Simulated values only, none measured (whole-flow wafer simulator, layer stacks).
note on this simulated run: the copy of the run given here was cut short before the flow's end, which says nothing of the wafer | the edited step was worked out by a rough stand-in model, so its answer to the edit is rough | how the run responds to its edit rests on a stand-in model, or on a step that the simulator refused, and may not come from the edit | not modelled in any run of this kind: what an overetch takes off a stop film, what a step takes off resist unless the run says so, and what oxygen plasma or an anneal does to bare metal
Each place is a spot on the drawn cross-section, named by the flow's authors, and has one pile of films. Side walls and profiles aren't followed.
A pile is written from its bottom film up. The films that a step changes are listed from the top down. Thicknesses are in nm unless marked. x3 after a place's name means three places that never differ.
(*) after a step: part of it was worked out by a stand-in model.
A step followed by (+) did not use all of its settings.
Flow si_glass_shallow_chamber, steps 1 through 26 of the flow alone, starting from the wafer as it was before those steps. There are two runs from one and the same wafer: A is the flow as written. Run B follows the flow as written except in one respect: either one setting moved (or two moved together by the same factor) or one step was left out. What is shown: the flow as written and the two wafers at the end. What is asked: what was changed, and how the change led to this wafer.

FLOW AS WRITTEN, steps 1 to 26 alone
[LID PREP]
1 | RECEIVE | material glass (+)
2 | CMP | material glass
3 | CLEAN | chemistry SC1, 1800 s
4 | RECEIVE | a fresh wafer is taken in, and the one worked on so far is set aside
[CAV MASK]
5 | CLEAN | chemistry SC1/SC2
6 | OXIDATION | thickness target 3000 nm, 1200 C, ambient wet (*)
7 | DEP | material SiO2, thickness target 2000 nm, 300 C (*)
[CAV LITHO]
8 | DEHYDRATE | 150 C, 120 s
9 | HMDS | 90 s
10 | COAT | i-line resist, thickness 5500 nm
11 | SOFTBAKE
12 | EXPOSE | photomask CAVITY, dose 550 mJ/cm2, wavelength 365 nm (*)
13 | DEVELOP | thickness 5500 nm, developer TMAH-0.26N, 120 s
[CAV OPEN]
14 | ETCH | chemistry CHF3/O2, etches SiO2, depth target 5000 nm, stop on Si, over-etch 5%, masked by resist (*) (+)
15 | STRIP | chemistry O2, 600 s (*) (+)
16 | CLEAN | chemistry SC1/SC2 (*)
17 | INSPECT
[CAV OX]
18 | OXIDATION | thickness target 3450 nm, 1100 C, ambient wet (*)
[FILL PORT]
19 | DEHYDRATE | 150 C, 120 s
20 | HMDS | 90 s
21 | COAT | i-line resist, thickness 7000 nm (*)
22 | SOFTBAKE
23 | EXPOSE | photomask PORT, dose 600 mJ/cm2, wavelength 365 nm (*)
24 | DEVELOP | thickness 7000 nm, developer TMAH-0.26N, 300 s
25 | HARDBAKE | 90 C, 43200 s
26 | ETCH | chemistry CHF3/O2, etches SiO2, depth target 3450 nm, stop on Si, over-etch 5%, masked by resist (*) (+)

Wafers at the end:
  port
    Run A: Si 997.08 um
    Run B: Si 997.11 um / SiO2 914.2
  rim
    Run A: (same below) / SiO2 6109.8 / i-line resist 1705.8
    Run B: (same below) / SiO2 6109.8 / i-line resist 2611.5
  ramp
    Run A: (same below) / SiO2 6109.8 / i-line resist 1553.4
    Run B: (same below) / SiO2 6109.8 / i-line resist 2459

What caused this: step 26, ETCH: depth target 2415 nm was run, while the flow as written has depth target 3450 nm.

The path from the change to this, step by step:
  26 | ETCH | chemistry CHF3/O2, etches SiO2, depth target 3450 nm, stop on Si, over-etch 5%, masked by resist (*) (+)
      port: A SiO2 loses 3450 (all of it), Si loses 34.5 | B SiO2 loses 2535.8
      rim, ramp, cav, ring: A i-line resist loses 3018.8 | B i-line resist loses 2113.1
      (also at 1 further place)
